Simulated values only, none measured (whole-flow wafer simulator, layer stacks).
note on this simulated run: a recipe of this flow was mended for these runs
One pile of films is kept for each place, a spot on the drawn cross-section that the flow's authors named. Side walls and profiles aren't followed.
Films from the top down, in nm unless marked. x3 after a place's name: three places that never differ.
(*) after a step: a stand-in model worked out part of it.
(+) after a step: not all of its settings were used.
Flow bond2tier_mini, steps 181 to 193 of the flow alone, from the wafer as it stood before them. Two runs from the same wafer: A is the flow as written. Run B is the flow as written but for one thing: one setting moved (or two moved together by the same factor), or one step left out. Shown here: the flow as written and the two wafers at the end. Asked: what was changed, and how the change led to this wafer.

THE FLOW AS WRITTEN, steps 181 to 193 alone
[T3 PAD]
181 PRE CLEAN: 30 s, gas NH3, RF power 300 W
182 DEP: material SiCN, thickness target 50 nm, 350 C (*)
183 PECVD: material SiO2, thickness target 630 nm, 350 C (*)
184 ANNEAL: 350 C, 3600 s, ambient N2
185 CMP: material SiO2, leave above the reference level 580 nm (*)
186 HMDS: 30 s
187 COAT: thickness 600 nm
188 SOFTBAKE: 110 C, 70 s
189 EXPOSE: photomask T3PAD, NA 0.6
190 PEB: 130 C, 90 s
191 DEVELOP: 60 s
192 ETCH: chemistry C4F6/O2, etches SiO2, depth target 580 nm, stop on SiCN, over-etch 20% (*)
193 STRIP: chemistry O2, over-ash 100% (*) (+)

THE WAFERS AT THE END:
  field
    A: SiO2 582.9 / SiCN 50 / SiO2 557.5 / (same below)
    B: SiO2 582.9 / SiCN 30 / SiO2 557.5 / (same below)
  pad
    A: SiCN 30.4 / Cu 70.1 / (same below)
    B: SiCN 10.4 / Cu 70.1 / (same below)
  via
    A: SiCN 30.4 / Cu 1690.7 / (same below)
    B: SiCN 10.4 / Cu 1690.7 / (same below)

The cause: step 182, DEP: thickness target 30 nm was run, where the flow has thickness target 50 nm.
It can be read off the wafer: field has SiCN 30, and step 182 as written asks for 50 nm.

How the change led to this, step by step:
  182 DEP: material SiCN, thickness target 50 nm, 350 C (*)
      field, pad, via: A SiCN +50 (new film) | B SiCN +30 (new film)
